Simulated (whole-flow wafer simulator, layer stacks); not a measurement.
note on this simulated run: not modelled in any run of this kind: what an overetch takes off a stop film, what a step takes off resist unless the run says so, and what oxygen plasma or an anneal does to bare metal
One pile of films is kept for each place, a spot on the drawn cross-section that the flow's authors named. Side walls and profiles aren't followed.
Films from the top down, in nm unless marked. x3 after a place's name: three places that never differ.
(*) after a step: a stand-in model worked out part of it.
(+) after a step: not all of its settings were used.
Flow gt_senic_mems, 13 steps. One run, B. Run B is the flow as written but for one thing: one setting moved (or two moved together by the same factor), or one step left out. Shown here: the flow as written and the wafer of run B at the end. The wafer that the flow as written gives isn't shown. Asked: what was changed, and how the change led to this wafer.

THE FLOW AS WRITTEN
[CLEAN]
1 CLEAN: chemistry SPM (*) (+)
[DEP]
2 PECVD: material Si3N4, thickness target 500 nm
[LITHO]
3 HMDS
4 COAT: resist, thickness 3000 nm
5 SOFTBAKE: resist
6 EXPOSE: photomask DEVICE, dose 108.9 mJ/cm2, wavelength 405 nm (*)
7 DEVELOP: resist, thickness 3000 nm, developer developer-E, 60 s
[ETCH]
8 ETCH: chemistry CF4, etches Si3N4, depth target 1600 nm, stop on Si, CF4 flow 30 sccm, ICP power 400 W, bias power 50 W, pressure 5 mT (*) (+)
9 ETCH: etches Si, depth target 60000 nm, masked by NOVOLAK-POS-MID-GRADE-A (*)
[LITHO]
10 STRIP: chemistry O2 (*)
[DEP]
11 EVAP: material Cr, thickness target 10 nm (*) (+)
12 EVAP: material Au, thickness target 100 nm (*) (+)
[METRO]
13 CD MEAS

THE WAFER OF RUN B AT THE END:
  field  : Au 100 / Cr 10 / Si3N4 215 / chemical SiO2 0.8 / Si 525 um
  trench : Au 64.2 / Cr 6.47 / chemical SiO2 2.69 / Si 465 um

The cause: step 2, PECVD: thickness target 215 nm was run, where the flow has thickness target 500 nm.
It can be read off the wafer: field has Si3N4 215, and step 2 as written asks for 500 nm.

How the change led to this, step by step:
  2 PECVD: material Si3N4, thickness target 500 nm
      field, trench: Si3N4 +215 (new film) (as written it would be: Si3N4 +500 (new film))
  8 ETCH: chemistry CF4, etches Si3N4, depth target 1600 nm, stop on Si, CF4 flow 30 sccm, ICP power 400 W, bias power 50 W, pressure 5 mT (*) (+)
      field: resist -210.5 (as written it would be: resist -400.5)
      trench: Si3N4 -215 (all of it), chemical SiO2 -0.8 (all of it) (as written it would be: Si3N4 -500 (all of it), chemical SiO2 -0.8 (all of it))
  10 STRIP: chemistry O2 (*)
      field: resist -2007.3 (all of it) (as written it would be: resist -1817.3 (all of it))
